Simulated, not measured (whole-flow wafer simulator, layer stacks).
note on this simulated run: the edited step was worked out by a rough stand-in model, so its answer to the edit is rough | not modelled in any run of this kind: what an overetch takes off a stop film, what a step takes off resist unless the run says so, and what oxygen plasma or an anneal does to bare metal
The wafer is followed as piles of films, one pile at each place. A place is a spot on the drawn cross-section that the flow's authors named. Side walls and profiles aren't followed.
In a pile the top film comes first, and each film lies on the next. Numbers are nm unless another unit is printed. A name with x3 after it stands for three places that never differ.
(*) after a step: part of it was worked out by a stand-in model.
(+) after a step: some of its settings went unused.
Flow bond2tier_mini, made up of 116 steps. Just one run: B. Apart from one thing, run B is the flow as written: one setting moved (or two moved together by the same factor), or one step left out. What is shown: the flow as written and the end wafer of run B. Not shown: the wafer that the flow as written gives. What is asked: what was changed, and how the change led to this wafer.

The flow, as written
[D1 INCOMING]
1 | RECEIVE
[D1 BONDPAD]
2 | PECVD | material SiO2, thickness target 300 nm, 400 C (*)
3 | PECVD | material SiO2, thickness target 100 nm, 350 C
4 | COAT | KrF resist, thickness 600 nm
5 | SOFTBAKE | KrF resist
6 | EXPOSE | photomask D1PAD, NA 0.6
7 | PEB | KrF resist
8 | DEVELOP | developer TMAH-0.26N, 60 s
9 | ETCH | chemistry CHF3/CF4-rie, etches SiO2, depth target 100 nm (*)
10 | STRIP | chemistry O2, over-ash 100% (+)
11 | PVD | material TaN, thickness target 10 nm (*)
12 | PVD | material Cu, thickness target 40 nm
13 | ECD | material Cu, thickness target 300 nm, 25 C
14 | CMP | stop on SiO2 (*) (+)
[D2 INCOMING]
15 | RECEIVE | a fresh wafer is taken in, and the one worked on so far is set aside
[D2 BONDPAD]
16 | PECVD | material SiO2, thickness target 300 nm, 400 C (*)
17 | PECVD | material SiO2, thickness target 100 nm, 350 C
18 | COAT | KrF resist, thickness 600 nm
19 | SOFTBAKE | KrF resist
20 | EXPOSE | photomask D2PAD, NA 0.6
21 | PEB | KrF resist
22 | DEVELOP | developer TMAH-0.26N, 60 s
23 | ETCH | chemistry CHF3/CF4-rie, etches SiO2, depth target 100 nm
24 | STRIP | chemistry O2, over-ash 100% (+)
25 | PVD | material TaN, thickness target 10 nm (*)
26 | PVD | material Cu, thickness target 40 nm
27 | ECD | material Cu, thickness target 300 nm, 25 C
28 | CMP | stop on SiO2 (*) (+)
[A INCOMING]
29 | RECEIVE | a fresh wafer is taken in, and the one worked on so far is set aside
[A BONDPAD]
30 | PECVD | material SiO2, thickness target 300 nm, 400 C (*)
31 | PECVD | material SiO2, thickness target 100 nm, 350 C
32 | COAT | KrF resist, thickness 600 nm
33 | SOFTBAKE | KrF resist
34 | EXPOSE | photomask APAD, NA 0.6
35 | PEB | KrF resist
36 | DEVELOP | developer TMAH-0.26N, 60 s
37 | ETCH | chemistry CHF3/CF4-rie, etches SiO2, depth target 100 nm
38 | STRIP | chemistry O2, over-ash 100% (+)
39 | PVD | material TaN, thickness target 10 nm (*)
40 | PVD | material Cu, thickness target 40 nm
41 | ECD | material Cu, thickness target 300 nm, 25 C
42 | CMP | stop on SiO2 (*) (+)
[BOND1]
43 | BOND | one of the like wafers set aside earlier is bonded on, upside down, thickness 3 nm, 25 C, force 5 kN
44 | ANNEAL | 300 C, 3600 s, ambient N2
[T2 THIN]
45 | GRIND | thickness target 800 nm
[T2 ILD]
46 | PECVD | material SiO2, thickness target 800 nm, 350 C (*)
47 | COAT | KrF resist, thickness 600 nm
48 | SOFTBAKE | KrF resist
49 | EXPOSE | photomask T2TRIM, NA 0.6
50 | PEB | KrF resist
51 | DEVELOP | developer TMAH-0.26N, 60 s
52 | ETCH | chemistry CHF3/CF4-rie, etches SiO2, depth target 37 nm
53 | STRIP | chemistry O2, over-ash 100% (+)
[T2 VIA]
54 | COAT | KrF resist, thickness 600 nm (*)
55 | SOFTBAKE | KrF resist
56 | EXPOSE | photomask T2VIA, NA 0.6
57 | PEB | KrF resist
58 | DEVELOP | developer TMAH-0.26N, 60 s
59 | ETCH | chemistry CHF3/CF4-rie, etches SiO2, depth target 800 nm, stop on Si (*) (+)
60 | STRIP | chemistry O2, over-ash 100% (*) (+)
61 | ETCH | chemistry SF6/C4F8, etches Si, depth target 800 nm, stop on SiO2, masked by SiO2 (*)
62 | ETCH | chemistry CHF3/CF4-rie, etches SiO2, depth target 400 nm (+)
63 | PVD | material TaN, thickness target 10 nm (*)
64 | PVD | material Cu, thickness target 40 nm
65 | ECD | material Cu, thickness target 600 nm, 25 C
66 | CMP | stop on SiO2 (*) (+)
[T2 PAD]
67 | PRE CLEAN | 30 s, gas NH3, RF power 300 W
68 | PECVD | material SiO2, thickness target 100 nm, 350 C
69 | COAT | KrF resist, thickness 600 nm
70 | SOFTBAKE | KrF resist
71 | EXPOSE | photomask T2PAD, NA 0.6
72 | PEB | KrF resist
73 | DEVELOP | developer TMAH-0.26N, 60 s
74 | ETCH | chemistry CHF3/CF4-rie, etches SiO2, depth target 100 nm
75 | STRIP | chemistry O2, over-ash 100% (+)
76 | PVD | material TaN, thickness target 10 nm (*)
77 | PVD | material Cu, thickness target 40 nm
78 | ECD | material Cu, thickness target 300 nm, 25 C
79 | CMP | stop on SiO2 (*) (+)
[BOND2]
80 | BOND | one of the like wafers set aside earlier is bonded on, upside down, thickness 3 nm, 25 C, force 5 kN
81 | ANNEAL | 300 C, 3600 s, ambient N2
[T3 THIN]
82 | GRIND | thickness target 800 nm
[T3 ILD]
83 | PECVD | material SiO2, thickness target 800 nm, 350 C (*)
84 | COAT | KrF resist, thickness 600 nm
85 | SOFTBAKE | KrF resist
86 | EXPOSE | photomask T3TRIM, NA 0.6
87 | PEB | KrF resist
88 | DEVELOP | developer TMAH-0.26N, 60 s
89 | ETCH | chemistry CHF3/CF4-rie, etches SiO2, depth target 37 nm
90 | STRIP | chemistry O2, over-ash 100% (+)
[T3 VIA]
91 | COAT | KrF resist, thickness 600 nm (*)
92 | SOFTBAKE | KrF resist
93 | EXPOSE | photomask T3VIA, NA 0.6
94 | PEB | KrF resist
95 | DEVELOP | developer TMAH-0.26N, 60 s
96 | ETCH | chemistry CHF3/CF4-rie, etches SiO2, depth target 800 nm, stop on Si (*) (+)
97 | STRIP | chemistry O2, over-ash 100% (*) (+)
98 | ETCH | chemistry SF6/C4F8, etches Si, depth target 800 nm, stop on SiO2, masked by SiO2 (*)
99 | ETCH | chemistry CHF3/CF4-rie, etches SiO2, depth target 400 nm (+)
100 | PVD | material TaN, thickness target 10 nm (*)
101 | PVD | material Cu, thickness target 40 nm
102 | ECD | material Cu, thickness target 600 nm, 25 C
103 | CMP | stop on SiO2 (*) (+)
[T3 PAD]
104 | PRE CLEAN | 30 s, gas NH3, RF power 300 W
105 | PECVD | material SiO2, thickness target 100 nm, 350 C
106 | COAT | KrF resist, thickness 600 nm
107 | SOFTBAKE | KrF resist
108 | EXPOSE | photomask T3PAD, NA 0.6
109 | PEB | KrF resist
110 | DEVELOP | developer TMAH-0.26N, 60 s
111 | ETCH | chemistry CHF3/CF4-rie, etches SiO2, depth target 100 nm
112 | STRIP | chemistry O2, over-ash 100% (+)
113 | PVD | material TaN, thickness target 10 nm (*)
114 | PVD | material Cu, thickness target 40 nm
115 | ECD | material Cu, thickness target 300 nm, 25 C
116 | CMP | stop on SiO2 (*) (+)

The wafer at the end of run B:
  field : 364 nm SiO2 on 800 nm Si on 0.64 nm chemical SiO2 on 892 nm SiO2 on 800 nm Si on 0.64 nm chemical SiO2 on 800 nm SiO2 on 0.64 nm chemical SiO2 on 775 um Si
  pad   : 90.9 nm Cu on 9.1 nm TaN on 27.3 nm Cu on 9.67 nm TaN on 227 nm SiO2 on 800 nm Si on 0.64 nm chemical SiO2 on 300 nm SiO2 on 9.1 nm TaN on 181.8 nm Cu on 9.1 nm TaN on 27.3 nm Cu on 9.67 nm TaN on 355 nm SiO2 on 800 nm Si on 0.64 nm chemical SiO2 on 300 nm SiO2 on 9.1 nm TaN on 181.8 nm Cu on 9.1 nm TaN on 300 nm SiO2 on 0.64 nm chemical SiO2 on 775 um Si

The reason: step 83, PECVD: thickness target 672 nm was run, though the flow has thickness target 800 nm.

The path from the change to this, step by step:
  83 | PECVD | material SiO2, thickness target 800 nm, 350 C (*)
      field, pad: +672 SiO2 (new film) (it would be, as written: +800 SiO2 (new film))
